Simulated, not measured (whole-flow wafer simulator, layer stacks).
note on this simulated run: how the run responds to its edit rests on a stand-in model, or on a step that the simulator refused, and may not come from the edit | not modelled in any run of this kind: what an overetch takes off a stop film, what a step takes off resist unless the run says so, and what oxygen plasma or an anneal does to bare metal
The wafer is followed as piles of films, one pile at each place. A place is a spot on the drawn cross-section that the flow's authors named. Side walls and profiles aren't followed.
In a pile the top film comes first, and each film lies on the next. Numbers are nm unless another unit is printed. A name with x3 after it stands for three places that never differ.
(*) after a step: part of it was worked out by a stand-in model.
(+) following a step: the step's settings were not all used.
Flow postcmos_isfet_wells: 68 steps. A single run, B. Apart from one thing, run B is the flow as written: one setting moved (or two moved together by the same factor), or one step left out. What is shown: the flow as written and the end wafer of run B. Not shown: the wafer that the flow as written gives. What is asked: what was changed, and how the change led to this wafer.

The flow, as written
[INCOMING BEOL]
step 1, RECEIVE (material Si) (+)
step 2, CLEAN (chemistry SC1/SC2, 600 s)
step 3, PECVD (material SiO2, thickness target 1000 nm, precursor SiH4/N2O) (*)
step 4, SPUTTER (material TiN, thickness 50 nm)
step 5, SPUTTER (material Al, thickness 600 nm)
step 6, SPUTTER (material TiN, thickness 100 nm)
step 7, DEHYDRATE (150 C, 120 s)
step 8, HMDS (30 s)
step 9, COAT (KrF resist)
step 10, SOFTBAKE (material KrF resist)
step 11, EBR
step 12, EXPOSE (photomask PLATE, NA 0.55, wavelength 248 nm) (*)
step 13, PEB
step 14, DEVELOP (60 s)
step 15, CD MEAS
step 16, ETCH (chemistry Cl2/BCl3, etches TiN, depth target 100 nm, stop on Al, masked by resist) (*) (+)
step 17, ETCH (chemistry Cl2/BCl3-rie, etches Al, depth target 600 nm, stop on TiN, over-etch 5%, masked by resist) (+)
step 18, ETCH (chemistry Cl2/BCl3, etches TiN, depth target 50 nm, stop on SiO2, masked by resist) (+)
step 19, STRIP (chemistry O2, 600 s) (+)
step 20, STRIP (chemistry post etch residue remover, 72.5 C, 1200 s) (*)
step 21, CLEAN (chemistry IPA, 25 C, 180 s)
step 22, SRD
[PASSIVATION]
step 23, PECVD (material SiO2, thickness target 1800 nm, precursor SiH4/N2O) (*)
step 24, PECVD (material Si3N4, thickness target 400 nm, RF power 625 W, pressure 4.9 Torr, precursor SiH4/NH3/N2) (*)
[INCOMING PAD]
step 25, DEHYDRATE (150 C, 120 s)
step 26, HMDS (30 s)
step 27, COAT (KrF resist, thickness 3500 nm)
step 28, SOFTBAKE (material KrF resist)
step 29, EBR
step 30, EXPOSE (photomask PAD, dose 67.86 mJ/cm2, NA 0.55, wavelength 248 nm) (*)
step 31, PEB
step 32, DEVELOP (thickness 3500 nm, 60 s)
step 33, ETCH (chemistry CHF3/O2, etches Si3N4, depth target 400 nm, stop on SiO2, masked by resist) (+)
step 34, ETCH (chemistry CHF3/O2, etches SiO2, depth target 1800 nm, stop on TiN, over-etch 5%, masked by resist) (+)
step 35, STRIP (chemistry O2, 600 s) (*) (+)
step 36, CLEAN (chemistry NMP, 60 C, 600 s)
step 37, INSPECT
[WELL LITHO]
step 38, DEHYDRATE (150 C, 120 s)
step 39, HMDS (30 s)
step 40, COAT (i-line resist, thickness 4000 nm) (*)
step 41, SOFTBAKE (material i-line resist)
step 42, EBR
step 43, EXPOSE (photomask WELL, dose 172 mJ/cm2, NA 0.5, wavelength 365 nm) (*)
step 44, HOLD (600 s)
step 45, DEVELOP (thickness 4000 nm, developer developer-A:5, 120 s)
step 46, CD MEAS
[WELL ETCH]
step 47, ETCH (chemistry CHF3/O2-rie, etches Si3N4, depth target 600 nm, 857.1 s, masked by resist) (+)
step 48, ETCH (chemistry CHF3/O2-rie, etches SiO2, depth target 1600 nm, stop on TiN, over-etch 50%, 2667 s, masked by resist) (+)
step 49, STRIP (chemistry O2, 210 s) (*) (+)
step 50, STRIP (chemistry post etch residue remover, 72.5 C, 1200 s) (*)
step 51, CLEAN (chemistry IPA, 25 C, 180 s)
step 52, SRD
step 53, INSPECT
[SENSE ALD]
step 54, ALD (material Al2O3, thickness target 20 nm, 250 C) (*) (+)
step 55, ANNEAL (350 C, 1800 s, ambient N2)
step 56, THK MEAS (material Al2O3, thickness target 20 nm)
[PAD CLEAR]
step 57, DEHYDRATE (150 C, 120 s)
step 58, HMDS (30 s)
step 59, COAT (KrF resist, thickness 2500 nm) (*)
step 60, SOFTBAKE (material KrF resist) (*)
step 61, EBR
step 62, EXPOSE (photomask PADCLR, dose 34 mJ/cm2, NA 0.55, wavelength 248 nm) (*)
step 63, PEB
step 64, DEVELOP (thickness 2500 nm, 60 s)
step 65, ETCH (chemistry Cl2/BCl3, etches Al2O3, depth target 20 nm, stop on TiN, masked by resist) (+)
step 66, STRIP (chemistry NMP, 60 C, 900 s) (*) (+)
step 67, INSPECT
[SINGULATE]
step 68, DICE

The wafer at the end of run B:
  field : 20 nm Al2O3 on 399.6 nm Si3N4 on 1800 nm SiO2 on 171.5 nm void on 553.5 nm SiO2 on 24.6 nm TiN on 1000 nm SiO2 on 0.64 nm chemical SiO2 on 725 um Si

The reason: step 18, ETCH: depth target 25 nm was run, whereas the flow has depth target 50 nm.

Step by step, how the change led to this:
  step 18, ETCH (chemistry Cl2/BCl3, etches TiN, depth target 50 nm, stop on SiO2, masked by resist) (+)
      field: -25 TiN (in the flow as written it would be: -50 TiN (all of it))
      margin, well900, well1300 x3, pad_rim, pad_clr, pad_open: -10 KrF resist (in the flow as written it would be: -20 KrF resist)
  step 23, PECVD (material SiO2, thickness target 1800 nm, precursor SiH4/N2O) (*)
      field: +1800 SiO2 (new film), +171.5 void (new film), +553.5 SiO2 (new film) (in the flow as written it would be: +1800 SiO2 (new film), +189.9 void (new film), +559.7 SiO2)
Taking metal films that touch as one body, field has 1 body; the flow as written gives 0 bodies.
